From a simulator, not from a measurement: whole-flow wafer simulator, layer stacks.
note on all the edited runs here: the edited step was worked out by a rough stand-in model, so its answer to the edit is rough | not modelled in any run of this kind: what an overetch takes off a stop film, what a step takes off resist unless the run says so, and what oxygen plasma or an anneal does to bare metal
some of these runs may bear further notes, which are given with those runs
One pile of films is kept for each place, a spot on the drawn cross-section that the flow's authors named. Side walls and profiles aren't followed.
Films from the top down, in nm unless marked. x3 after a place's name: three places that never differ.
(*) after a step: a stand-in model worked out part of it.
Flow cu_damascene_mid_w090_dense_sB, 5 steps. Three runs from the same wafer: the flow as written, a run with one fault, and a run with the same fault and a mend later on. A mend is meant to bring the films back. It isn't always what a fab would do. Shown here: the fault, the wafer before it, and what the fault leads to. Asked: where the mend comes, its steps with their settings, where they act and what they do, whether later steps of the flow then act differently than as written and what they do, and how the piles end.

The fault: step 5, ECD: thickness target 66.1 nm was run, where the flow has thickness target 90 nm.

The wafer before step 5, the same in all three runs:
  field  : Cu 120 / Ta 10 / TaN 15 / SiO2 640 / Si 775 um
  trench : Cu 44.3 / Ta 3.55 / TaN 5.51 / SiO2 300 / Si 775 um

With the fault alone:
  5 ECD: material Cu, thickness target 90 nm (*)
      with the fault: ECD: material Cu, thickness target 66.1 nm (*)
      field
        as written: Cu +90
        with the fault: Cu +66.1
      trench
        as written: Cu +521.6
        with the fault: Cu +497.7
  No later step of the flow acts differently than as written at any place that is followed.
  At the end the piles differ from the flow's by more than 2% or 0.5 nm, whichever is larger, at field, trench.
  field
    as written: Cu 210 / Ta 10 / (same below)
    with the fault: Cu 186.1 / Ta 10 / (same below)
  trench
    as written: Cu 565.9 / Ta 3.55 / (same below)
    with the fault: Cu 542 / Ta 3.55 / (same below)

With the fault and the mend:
  The mend comes after step 5.
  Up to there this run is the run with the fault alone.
  5a ECD: material Cu, thickness target 23.9 nm (the flow's step 5 once more, with other settings)
      field, trench
        Cu +23.9
  No later step of the flow acts differently than as written at any place that is followed.
  At the end the piles are the same as the flow's at every place that both follow.
